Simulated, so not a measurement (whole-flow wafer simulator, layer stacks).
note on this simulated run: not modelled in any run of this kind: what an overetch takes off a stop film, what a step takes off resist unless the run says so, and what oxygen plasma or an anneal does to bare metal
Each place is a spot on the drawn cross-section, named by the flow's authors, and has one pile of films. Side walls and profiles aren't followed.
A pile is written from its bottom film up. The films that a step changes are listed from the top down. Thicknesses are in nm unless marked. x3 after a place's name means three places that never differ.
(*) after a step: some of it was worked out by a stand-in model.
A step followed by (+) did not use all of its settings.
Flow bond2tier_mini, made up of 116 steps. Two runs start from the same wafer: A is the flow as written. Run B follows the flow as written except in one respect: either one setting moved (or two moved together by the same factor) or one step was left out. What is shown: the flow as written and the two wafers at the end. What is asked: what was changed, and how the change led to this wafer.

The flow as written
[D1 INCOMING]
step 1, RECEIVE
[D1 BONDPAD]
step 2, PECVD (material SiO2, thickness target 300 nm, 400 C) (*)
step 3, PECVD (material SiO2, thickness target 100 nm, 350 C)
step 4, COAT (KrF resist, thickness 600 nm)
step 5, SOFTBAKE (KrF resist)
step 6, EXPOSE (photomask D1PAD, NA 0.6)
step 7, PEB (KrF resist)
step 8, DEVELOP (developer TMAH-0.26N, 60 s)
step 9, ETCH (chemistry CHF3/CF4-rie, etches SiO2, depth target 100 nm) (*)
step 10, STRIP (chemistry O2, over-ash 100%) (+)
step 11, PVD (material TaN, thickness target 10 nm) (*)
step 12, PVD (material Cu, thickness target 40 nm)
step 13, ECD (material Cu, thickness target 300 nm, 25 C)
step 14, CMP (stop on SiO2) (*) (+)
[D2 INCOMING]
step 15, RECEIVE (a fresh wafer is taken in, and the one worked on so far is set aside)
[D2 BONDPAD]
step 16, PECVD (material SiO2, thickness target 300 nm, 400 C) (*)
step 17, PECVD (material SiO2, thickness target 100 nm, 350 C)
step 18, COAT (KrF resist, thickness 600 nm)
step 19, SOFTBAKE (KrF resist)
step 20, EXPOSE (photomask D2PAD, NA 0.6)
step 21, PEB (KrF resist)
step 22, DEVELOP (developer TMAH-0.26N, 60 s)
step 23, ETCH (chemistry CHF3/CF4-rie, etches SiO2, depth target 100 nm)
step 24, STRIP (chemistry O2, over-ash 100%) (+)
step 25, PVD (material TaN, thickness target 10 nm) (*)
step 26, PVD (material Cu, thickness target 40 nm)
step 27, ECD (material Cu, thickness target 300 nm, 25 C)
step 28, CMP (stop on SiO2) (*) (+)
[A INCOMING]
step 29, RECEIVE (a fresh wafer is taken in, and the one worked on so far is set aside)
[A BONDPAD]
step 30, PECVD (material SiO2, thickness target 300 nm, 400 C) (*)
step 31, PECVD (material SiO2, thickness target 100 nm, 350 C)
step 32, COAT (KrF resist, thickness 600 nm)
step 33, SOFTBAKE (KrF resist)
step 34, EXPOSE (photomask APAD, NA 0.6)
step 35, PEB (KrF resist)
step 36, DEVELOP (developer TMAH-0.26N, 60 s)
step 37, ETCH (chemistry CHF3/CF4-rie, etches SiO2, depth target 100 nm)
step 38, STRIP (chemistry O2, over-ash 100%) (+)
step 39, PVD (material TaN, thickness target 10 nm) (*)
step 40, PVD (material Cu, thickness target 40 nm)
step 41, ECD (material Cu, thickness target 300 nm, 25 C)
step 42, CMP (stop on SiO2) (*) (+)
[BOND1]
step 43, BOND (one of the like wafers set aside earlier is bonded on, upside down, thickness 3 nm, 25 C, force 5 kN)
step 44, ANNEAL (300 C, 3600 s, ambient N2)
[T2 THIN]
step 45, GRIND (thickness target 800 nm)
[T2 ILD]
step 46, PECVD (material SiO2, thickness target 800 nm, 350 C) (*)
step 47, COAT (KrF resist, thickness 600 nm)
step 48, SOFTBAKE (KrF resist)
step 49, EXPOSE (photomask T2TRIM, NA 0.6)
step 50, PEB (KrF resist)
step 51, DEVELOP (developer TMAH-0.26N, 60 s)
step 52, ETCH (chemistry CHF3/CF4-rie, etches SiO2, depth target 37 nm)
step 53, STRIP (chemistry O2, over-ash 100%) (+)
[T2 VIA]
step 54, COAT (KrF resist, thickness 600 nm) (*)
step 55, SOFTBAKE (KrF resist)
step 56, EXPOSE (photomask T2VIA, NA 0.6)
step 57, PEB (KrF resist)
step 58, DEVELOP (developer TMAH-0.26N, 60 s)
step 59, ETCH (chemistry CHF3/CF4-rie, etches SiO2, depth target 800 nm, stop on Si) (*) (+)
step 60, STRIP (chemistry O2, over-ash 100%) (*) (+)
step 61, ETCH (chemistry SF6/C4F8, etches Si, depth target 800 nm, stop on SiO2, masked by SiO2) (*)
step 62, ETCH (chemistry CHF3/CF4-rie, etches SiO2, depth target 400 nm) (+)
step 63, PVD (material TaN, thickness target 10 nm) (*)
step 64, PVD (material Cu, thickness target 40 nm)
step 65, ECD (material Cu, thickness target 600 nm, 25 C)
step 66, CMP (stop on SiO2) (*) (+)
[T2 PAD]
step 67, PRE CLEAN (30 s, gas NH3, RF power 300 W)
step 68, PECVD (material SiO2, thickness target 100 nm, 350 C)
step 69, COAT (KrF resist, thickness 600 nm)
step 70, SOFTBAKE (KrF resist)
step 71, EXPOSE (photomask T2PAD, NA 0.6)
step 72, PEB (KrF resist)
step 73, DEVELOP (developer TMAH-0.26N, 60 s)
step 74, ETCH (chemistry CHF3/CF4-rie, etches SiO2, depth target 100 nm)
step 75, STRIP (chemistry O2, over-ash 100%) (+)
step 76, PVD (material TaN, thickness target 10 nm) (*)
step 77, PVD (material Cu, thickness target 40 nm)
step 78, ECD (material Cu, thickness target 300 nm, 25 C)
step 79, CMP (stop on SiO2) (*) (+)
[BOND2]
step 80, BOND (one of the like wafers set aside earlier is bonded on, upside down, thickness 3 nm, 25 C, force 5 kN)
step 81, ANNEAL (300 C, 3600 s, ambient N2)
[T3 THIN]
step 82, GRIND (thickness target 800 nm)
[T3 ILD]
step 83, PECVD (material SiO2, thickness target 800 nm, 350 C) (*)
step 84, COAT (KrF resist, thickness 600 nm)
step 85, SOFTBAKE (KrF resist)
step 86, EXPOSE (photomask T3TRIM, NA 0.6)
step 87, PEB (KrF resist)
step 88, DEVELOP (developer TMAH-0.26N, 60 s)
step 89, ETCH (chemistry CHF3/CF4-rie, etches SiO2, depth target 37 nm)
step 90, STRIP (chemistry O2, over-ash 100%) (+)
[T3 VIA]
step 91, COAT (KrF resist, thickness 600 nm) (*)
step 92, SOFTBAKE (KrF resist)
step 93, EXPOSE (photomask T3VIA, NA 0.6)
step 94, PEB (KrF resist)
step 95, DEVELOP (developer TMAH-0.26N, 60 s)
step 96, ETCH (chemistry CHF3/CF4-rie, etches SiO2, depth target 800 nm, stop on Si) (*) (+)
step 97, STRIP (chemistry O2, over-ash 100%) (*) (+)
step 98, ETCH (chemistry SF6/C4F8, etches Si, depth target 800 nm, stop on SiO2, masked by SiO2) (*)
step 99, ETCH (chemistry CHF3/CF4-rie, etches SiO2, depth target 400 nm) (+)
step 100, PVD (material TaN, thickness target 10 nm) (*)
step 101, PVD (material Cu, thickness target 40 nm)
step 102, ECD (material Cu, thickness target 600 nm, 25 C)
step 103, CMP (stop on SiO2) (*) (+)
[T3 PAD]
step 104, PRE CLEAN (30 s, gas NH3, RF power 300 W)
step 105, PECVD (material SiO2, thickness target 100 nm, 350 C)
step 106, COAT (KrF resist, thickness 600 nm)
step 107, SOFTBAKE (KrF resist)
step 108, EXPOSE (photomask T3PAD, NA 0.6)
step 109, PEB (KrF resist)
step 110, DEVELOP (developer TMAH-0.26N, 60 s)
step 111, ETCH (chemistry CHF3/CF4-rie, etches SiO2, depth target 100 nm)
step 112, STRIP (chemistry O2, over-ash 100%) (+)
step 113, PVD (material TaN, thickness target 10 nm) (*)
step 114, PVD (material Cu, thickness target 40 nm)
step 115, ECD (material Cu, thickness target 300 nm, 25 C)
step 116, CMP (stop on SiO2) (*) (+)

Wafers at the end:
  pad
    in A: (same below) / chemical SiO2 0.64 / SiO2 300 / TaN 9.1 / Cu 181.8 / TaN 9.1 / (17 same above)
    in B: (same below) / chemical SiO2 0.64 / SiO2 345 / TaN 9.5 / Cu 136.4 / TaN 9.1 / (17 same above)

What caused this: step 37, ETCH: depth target 55 nm was run, though the flow has depth target 100 nm.

The path from the change to this, step by step:
  step 37, ETCH (chemistry CHF3/CF4-rie, etches SiO2, depth target 100 nm)
      pad, via: A -100 SiO2 | B -55 SiO2
      field: A -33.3 KrF resist | B -18.3 KrF resist
  step 38, STRIP (chemistry O2, over-ash 100%) (+)
      field: A -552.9 KrF resist (all of it) | B -567.9 KrF resist (all of it)
  step 40, PVD (material Cu, thickness target 40 nm)
      pad: A +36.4 Cu (new film) | B +38 Cu (new film)
  step 41, ECD (material Cu, thickness target 300 nm, 25 C)
      pad: A +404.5 Cu | B +357.5 Cu
      via: A +400.2 Cu | B +355 Cu
